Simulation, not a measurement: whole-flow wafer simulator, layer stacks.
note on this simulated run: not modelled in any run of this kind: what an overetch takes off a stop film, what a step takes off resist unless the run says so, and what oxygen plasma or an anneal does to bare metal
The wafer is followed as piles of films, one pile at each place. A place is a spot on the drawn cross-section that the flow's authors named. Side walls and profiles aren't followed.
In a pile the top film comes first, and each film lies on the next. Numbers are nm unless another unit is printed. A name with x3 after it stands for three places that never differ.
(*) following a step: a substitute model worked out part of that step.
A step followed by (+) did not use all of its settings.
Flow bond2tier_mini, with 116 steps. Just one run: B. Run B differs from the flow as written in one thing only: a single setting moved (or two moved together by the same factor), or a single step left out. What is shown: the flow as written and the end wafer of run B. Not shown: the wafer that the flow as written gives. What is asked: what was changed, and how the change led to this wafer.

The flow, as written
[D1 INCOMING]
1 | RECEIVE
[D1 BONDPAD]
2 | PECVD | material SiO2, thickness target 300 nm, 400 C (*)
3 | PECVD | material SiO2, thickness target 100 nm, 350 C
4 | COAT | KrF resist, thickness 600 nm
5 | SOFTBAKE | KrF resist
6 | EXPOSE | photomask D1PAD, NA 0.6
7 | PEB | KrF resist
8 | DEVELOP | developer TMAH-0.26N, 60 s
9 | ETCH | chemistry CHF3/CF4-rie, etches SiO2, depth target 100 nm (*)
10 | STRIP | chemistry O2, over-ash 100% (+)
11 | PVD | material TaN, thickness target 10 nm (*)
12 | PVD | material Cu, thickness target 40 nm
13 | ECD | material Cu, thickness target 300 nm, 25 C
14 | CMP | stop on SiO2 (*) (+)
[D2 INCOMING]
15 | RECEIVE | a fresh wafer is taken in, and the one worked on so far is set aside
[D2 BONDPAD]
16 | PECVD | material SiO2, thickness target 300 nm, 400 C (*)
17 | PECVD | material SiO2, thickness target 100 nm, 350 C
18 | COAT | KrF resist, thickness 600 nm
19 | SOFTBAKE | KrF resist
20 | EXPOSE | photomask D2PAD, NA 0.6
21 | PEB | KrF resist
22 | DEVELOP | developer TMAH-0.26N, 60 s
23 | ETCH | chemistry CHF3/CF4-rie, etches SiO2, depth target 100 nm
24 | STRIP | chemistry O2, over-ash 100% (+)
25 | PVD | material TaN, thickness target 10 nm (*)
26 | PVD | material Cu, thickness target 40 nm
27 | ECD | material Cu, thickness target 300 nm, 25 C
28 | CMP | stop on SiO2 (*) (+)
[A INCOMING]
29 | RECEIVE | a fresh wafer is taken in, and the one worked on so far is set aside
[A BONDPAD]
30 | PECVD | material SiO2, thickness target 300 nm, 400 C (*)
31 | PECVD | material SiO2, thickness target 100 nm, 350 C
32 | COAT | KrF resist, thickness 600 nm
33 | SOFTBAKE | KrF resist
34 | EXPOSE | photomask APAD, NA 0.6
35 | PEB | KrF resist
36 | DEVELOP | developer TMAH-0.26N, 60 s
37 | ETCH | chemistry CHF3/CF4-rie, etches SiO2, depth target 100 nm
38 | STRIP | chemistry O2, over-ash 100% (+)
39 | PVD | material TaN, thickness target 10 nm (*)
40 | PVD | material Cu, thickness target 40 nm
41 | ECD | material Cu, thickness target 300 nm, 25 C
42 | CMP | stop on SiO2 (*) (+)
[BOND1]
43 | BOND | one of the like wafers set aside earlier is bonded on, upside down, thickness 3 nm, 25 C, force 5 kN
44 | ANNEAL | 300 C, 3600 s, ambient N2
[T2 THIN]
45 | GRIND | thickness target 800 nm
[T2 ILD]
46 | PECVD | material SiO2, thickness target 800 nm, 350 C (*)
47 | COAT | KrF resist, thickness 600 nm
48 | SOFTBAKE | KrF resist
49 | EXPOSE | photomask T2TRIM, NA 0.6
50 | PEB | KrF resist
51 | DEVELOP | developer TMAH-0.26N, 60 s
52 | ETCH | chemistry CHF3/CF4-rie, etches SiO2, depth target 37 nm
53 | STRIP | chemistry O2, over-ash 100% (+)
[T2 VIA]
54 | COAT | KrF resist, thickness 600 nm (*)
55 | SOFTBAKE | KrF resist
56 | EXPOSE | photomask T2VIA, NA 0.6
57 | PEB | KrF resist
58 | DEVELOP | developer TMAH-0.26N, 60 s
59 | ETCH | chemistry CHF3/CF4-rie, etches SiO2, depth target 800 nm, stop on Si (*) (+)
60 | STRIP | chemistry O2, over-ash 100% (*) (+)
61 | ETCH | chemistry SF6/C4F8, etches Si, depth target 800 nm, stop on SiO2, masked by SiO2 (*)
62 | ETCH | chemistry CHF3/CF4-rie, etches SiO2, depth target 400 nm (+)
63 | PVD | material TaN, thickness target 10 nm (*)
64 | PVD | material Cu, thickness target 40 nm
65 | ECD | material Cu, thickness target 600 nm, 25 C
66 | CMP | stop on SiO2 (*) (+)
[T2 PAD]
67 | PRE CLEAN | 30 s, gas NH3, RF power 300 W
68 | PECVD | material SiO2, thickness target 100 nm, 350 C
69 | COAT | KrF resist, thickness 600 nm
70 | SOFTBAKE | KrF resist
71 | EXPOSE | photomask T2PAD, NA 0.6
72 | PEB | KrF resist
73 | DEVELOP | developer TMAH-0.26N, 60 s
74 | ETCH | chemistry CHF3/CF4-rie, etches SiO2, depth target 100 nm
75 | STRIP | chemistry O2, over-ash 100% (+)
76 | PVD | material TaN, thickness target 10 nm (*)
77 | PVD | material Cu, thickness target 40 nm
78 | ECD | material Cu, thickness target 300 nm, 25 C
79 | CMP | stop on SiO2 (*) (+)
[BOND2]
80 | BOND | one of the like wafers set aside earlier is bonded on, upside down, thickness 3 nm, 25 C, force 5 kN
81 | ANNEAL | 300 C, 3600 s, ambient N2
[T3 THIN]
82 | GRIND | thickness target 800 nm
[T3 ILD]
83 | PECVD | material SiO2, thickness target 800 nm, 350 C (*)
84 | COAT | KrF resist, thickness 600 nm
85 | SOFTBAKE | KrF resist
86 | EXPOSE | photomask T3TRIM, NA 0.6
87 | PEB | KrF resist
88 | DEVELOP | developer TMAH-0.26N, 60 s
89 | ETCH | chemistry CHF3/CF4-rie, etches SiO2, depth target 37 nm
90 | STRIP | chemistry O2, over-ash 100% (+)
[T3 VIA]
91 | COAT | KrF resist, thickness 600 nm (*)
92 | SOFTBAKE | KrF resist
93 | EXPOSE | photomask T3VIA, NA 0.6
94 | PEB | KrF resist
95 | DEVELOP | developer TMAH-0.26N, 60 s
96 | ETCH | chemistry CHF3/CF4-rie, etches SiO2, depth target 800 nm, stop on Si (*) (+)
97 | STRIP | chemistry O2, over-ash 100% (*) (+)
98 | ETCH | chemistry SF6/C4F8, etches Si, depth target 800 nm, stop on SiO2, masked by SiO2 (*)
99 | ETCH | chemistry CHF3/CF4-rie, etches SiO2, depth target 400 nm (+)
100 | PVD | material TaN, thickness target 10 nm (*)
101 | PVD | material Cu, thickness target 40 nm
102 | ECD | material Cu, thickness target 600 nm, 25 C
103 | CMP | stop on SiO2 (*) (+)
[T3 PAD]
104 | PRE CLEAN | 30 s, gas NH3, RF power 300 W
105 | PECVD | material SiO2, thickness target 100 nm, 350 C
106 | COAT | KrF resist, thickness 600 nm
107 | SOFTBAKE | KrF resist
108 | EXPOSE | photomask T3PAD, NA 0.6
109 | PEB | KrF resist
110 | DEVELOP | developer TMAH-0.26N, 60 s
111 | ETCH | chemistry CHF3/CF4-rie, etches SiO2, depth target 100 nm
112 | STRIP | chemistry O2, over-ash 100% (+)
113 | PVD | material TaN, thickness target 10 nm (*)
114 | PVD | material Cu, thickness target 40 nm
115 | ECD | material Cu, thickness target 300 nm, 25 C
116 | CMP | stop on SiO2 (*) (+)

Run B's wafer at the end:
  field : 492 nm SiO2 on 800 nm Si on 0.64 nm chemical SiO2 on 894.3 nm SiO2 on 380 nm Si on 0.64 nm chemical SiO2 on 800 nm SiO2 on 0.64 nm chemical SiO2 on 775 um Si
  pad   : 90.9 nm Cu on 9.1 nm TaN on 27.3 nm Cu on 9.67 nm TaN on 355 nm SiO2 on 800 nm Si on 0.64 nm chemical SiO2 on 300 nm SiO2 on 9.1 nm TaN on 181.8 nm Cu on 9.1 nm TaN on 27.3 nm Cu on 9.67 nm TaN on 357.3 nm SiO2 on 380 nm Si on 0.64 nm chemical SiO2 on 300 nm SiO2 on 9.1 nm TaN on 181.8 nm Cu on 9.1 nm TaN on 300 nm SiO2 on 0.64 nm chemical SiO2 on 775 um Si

The reason: step 45, GRIND: thickness target 380 nm was run, while the flow as written has thickness target 800 nm.
The wafer lets one read it off: field has Si 380, and step 45 as written asks for 800 nm.

The path from the change to this, step by step:
  45 | GRIND | thickness target 800 nm
      field, pad, via: -774.62 um Si (as written it would have been: -774.2 um Si)
  61 | ETCH | chemistry SF6/C4F8, etches Si, depth target 800 nm, stop on SiO2, masked by SiO2 (*)
      field, pad: -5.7 SiO2 (as written it would have been: -8 SiO2)
